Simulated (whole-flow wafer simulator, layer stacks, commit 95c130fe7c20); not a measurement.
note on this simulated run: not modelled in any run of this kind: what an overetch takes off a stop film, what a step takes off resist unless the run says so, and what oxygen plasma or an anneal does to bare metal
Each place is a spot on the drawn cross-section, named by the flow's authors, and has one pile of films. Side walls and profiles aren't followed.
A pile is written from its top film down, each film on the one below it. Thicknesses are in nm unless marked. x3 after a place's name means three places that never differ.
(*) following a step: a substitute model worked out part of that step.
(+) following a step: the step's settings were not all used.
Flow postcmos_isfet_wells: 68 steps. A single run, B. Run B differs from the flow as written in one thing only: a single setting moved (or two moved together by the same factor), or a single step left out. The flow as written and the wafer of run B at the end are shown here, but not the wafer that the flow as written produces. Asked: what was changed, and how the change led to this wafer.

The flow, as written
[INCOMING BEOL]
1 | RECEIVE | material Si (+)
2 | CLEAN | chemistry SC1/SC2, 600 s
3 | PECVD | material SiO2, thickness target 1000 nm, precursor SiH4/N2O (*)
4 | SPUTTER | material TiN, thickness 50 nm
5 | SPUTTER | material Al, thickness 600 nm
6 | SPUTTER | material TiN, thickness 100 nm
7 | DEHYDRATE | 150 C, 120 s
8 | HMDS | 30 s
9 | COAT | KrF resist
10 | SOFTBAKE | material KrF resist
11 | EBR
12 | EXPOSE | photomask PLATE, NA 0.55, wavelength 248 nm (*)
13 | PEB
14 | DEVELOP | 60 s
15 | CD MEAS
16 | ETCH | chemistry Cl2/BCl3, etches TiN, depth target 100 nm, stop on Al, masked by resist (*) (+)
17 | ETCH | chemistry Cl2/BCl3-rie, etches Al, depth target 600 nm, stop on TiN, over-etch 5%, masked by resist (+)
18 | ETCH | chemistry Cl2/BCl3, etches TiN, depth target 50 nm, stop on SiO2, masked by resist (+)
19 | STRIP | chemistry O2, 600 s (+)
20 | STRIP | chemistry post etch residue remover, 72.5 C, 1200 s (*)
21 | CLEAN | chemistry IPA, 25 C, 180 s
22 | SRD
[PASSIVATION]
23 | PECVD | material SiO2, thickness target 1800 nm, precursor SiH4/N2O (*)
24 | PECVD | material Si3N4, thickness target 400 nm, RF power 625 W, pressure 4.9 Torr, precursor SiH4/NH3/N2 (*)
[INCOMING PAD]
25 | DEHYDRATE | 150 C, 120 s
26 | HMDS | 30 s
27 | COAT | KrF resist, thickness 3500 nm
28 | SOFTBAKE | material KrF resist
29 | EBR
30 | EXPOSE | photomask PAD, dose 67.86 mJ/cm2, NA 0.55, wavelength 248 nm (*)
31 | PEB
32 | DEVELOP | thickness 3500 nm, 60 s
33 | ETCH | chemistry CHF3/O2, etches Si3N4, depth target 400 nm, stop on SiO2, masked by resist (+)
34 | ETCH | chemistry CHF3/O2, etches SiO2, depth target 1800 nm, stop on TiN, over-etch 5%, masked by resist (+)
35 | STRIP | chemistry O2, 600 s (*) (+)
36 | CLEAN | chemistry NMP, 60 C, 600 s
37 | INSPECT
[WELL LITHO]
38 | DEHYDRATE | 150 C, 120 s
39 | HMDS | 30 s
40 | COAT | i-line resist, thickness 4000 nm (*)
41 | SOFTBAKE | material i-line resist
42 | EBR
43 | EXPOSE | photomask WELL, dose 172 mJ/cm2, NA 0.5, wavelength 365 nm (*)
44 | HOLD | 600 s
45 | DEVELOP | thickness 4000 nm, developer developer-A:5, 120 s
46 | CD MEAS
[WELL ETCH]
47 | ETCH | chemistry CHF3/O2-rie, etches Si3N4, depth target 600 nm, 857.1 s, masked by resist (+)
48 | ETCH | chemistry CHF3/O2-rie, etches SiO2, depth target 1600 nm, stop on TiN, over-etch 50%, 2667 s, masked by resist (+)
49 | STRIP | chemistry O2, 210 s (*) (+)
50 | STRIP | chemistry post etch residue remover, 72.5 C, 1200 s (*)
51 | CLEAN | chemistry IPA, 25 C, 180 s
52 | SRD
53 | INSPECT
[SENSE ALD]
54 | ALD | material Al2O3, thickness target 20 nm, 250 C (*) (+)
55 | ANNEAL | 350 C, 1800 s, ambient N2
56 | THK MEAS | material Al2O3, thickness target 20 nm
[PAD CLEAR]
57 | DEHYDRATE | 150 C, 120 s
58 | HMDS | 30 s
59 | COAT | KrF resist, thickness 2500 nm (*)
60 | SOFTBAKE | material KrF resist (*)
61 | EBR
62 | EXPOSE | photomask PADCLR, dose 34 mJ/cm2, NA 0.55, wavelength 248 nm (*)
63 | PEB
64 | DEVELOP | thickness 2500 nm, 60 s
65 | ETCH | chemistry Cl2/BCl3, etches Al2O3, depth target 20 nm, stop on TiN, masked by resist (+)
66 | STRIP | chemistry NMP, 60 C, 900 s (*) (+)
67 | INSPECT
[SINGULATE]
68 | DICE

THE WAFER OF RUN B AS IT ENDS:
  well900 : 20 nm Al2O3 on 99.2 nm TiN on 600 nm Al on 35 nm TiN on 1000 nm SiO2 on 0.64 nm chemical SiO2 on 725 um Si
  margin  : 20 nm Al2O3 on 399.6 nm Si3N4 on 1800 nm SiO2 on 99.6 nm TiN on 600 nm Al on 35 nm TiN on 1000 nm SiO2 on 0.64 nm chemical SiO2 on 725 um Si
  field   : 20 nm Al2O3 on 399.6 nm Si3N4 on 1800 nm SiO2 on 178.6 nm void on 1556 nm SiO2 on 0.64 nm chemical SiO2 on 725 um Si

The reason: step 4, SPUTTER: thickness 35 nm was run, though the flow has thickness 50 nm.
The wafer itself shows it: well900 has TiN 35, and step 4 as written asks for 50 nm.

How this came from the change, step by step:
  4 | SPUTTER | material TiN, thickness 50 nm
      field, margin, well900 and 6 more: +35 TiN (new film) (it would be, as written: +50 TiN (new film))
  18 | ETCH | chemistry Cl2/BCl3, etches TiN, depth target 50 nm, stop on SiO2, masked by resist (+)
      field: -35 TiN (all of it) (it would be, as written: -50 TiN (all of it))
  23 | PECVD | material SiO2, thickness target 1800 nm, precursor SiH4/N2O (*)
      field: +1800 SiO2 (new film), +178.6 void (new film), +556 SiO2 (it would be, as written: +1800 SiO2 (new film), +189.9 void (new film), +559.7 SiO2)
